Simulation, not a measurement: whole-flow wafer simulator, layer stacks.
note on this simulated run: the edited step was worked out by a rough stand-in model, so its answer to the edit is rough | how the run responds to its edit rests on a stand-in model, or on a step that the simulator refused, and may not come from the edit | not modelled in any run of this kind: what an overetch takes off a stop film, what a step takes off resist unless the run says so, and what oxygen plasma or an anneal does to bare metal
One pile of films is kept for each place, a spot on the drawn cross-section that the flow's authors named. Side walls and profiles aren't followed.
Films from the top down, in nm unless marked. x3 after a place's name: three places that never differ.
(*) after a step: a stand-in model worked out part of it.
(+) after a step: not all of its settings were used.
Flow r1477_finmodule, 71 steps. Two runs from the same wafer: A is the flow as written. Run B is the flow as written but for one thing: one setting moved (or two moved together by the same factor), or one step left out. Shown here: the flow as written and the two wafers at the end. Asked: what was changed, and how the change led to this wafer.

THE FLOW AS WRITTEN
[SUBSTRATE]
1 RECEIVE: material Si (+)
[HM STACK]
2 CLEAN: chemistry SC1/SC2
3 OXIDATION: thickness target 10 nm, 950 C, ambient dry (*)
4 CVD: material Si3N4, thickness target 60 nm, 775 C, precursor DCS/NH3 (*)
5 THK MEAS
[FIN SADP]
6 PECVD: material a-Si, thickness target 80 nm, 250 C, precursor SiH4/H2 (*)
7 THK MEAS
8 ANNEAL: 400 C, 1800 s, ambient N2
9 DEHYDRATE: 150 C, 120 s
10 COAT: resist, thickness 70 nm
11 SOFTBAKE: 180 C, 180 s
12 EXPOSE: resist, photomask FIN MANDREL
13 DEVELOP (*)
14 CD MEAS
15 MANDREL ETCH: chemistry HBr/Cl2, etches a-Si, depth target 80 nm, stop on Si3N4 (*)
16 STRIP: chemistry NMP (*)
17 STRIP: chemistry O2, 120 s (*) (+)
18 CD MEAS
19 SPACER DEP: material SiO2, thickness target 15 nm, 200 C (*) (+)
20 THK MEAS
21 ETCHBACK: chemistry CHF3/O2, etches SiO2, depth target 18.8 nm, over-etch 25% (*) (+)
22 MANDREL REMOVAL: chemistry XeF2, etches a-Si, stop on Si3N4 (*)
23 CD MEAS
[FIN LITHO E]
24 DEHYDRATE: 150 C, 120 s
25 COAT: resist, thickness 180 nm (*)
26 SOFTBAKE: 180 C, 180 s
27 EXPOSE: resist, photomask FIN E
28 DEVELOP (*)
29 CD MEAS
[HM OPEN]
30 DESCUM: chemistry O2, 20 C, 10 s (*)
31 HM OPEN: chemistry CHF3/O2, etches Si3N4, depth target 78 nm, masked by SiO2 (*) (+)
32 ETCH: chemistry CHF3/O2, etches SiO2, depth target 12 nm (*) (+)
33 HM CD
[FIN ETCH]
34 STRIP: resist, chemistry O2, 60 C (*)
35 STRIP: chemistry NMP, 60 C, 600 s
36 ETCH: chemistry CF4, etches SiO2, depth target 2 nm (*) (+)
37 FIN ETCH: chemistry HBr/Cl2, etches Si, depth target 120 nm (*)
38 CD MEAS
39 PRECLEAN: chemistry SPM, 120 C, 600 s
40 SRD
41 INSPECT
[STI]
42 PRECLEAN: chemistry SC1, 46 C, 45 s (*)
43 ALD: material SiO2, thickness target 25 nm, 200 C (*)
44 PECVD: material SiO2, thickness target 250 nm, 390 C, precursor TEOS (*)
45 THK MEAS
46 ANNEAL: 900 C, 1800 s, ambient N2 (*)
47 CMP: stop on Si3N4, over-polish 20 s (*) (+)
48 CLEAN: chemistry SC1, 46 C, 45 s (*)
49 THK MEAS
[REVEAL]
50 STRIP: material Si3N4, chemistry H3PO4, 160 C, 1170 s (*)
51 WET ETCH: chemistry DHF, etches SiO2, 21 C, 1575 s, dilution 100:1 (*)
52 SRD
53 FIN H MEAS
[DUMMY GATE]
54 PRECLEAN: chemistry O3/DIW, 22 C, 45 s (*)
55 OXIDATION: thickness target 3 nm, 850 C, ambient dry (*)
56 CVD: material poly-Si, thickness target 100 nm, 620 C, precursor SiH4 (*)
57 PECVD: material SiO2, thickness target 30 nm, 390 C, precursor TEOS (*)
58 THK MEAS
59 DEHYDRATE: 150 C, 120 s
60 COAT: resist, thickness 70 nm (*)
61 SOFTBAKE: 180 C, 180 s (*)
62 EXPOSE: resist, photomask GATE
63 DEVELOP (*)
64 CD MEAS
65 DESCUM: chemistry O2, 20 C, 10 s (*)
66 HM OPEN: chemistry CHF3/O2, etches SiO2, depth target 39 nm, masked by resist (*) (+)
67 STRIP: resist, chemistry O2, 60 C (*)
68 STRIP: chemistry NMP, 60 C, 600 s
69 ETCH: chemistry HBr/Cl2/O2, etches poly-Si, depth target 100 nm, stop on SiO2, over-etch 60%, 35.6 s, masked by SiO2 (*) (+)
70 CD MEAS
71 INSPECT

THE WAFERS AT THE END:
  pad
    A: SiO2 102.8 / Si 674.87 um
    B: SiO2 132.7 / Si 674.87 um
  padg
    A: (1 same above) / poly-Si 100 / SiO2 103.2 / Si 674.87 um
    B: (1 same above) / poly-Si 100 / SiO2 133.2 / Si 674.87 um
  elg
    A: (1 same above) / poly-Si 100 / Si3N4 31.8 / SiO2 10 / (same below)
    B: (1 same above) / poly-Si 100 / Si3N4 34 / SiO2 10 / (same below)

The cause: step 51, WET ETCH: 1024 s was run, where the flow has 1575 s.

How the change led to this, step by step:
  51 WET ETCH: chemistry DHF, etches SiO2, 21 C, 1575 s, dilution 100:1 (*)
      pad, padg, e40sg and 12 more: A SiO2 -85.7 | B SiO2 -55.7
      elg, e40lg, e100lg, e200lg, elo, e40lo, e100lo, e200lo: A SiO2 -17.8 (all of it), Si3N4 -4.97 | B SiO2 -17.8 (all of it), Si3N4 -2.72
      (and at 7 more places)
  56 CVD: material poly-Si, thickness target 100 nm, 620 C, precursor SiH4 (*)
      s40sg_line, s45sg_line, s50sg_line, s40so_line, s45so_line, s50so_line: A poly-Si +100 (new film) | B poly-Si +107.1 (new film)
      s40cg, s40co: A poly-Si +113.9 (new film) | B poly-Si +100 (new film)
      (and at 5 more places)
  60 COAT: resist, thickness 70 nm (*)
      e40lg, e100lg, e200lg, elo, e40lo, e100lo, e200lo: A resist +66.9 (new film) | B resist +68.3 (new film)
      e40sg, eso, e40so: A resist +129.5 (new film) | B resist +103.2 (new film)
      (and at 22 more places)
  63 DEVELOP (*)
      elo, e40lo, e100lo, e200lo: A resist -66.9 (all of it) | B resist -68.3 (all of it)
      eso, e40so: A resist -129.5 (all of it) | B resist -103.2 (all of it)
      (and at 11 more places)
  67 STRIP: resist, chemistry O2, 60 C (*)
      e40lg, e100lg: A resist -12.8 (all of it) | B resist -14.1 (all of it)
      e40sg: A resist -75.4 (all of it) | B resist -49.1 (all of it)
      (and at 12 more places)
  69 ETCH: chemistry HBr/Cl2/O2, etches poly-Si, depth target 100 nm, stop on SiO2, over-etch 60%, 35.6 s, masked by SiO2 (*) (+)
      s40so_line, s45so_line, s50so_line: A chemical SiO2 -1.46 (all of it), poly-Si -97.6 (all of it), SiO2 -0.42 | B chemical SiO2 -1.31 (all of it), poly-Si -104.8 (all of it), SiO2 -0.28
      s40co: A chemical SiO2 -1.46 (all of it), poly-Si -111.5 (all of it), SiO2 -0.24 | B chemical SiO2 -1.31 (all of it), poly-Si -97.6 (all of it), SiO2 -0.42
      (and at 2 more places)
